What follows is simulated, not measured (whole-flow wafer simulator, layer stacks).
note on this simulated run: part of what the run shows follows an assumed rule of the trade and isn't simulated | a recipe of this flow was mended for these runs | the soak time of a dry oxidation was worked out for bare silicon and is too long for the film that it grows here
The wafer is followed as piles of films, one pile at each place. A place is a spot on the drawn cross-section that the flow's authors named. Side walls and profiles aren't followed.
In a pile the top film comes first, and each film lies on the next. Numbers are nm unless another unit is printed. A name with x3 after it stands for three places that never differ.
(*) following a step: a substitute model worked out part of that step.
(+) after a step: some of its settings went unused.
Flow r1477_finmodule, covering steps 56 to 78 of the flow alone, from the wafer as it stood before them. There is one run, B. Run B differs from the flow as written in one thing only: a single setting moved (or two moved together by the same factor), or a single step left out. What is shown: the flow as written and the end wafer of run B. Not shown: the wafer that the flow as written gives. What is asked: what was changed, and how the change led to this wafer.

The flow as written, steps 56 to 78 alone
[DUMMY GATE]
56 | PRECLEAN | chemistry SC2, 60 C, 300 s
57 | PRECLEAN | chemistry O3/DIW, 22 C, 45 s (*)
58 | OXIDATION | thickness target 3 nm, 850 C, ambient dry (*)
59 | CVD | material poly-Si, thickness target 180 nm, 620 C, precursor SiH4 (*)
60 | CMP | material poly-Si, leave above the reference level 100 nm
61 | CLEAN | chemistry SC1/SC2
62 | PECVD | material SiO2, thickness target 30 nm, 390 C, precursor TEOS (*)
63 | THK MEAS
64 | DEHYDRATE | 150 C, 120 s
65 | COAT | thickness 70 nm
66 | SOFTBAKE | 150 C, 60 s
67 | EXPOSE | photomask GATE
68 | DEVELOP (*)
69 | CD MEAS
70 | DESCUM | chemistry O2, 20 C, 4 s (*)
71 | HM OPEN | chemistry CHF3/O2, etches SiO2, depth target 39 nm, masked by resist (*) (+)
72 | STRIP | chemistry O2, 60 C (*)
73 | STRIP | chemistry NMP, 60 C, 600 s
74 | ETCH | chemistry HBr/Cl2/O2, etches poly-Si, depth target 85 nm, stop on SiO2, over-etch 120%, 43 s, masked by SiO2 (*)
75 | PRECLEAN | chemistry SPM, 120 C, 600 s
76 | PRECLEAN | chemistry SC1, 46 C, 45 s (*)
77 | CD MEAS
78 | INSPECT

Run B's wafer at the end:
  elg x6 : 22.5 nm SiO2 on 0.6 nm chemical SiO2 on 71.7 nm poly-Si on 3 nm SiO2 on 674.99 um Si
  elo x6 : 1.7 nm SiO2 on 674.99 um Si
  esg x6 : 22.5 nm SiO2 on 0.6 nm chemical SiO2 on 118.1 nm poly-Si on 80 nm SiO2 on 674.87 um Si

Cause: step 59, CVD: thickness target 72 nm was run, while the flow as written has thickness target 180 nm.

The path from the change to this, step by step:
  59 | CVD | material poly-Si, thickness target 180 nm, 620 C, precursor SiH4 (*)
      esg x6, s40cg x3, eso x6, s40co x3: poly-Si gains 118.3 (new film) (as written it would have been: poly-Si gains 226.3 (new film))
      pad, padg, elg x6, e200lg, elo x6, e200lo: poly-Si gains 72 (new film) (as written it would have been: poly-Si gains 180 (new film))
      (as well as at 2 more places)
  60 | CMP | material poly-Si, leave above the reference level 100 nm
      elg x6, esg x6, e200lg, s40cg x3, elo x6, eso x6, e200lo, s40co x3: nothing (as written it would have been: poly-Si loses 80)
      pad, padg: nothing (as written it would have been: poly-Si loses 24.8)
      (as well as at 2 more places)
  65 | COAT | thickness 70 nm
      e200lg, e200lo: e-beam-resist gains 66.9 (new film) (as written it would have been: e-beam-resist gains 70 (new film))
      e200sg, e200so: e-beam-resist gains 86.7 (new film) (as written it would have been: e-beam-resist gains 70 (new film))
  68 | DEVELOP (*)
      e200lo: e-beam-resist loses 66.9 (all of it) (as written it would have been: e-beam-resist loses 70 (all of it))
      e200so: e-beam-resist loses 86.7 (all of it) (as written it would have been: e-beam-resist loses 70 (all of it))
  72 | STRIP | chemistry O2, 60 C (*)
      e200lg: e-beam-resist loses 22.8 (all of it) (as written it would have been: e-beam-resist loses 25.9 (all of it))
      e200sg: e-beam-resist loses 42.6 (all of it) (as written it would have been: e-beam-resist loses 25.9 (all of it))
  74 | ETCH | chemistry HBr/Cl2/O2, etches poly-Si, depth target 85 nm, stop on SiO2, over-etch 120%, 43 s, masked by SiO2 (*)
      eso x6, s40co x3: chemical SiO2 loses 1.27 (all of it), poly-Si loses 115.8 (all of it), SiO2 loses 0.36 (as written it would have been: chemical SiO2 loses 1.12 (all of it), poly-Si loses 143.9 (all of it), SiO2 loses 0.22)
      elo x6, e200lo: chemical SiO2 loses 1.27 (all of it), poly-Si loses 69.5 (all of it), SiO2 loses 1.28 (as written it would have been: chemical SiO2 loses 1.12 (all of it), poly-Si loses 97.6 (all of it), SiO2 loses 0.45)
      (as well as at 2 more places)
